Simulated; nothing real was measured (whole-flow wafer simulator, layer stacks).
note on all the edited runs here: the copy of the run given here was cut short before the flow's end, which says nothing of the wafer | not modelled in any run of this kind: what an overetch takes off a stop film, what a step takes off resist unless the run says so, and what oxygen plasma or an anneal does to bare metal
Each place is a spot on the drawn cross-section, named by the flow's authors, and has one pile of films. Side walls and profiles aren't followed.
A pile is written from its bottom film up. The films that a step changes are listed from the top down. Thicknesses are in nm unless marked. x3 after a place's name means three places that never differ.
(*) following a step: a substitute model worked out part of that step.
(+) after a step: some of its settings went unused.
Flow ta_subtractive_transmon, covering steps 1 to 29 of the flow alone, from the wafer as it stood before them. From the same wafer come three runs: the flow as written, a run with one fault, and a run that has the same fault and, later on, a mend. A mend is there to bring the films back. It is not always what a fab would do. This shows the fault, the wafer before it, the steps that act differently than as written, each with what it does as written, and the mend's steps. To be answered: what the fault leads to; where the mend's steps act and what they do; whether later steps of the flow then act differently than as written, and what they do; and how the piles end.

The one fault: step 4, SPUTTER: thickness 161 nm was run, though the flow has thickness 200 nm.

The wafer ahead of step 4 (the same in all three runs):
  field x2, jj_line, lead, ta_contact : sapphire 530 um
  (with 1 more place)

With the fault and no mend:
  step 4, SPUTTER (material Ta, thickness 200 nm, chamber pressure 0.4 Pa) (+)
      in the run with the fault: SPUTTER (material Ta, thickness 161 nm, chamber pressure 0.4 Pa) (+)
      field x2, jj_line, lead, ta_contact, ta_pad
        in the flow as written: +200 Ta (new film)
        in the run with the fault: +161 Ta (new film)
  Steps later in the flow that act otherwise than as written (not shown: 2 more steps that differ only slightly, by at most 2% or 0.5 nm, whichever is larger):
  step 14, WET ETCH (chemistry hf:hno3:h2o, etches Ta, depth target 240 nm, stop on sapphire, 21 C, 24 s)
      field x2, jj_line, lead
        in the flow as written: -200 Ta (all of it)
        in the run with the fault: -161 Ta (all of it)
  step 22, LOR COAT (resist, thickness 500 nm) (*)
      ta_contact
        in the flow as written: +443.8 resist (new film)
        in the run with the fault: +453.9 resist (new film)
  By the end, the piles at ta_contact, ta_pad depart from the flow's by more than 2% or 0.5 nm, whichever is larger.
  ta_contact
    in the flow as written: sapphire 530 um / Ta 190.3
    in the run with the fault: sapphire 530 um / Ta 151.3
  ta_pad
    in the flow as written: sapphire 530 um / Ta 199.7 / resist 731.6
    in the run with the fault: sapphire 530 um / Ta 160.7 / resist 737.6

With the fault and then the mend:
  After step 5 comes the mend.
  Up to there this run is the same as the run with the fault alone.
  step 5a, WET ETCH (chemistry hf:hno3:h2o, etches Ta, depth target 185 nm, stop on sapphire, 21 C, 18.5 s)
      field x2, jj_line, lead, ta_contact, ta_pad
        -161 Ta (all of it)
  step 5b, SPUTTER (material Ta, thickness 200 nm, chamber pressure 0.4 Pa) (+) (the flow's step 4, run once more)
      field x2, jj_line, lead, ta_contact, ta_pad
        +200 Ta (new film)
  None of the later steps of the flow acts differently than as written at any place that is followed.
  By the end, the piles equal the flow's at every place that both follow.
